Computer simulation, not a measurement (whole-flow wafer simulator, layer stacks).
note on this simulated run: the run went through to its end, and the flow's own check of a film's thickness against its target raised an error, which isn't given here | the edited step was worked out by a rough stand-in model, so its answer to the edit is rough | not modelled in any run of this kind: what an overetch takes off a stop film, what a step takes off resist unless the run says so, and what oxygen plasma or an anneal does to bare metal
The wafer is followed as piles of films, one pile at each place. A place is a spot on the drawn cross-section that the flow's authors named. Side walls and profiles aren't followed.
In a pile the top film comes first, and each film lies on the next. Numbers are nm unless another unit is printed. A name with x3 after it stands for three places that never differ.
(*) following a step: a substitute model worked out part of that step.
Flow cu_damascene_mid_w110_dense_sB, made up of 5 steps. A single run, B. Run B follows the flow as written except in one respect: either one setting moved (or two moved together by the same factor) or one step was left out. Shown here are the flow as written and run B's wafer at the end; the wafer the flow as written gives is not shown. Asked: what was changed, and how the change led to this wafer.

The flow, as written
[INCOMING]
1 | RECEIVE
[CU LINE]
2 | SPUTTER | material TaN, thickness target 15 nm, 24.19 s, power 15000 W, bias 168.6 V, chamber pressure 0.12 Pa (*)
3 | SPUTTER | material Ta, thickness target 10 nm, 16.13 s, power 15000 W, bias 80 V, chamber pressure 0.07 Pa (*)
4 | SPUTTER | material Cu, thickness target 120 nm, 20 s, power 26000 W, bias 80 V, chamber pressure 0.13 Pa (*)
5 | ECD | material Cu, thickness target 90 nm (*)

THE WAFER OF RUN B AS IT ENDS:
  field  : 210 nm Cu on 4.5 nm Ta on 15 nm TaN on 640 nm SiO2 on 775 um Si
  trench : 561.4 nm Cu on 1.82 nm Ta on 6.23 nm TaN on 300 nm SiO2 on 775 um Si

Cause: step 3, SPUTTER: thickness target 4.5 nm was run, though the flow has thickness target 10 nm; step 3, SPUTTER: 7.26 s was run, where the flow has 16.13 s.
The wafer lets one read it off: field has Ta 4.5, and step 3 as written asks for 10 nm.

The path from the change to this, step by step:
  3 | SPUTTER | material Ta, thickness target 10 nm, 16.13 s, power 15000 W, bias 80 V, chamber pressure 0.07 Pa (*)
      field: +4.5 Ta (new film) (in the flow as written it would be: +10 Ta (new film))
      trench: +1.82 Ta (new film) (in the flow as written it would be: +4.05 Ta (new film))
